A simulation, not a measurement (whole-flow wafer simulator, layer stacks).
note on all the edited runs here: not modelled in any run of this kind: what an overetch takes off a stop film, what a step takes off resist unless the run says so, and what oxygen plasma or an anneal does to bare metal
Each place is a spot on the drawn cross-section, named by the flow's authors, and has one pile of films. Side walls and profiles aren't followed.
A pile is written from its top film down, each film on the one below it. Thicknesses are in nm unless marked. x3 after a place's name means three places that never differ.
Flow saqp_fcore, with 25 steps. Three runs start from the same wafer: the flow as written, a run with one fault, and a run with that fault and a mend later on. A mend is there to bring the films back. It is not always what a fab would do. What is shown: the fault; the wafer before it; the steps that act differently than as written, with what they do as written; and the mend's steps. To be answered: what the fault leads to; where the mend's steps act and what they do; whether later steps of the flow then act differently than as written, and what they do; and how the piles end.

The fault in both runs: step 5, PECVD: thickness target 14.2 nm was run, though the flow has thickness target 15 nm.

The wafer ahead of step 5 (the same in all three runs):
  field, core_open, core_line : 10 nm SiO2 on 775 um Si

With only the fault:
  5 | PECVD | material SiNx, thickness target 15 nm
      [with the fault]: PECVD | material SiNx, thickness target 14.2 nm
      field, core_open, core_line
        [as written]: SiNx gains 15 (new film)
        [with the fault]: SiNx gains 14.2 (new film)
  None of the later steps of the flow acts differently than as written at any place that is followed.
  The piles end different from the flow's at field, core_open, core_line by more than 2% or 0.5 nm, whichever is larger.
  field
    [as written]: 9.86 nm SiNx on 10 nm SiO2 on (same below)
    [with the fault]: 9.06 nm SiNx on 10 nm SiO2 on (same below)
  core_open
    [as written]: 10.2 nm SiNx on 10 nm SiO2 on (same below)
    [with the fault]: 9.38 nm SiNx on 10 nm SiO2 on (same below)
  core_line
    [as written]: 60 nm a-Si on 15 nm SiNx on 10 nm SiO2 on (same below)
    [with the fault]: 60 nm a-Si on 14.2 nm SiNx on 10 nm SiO2 on (same below)

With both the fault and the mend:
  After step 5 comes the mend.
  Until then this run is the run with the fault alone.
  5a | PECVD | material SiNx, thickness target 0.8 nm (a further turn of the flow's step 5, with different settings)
      field, core_open, core_line
        SiNx gains 0.8
  None of the later steps of the flow acts differently than as written at any place that is followed.
  By the end, the piles equal the flow's at every place that both follow.
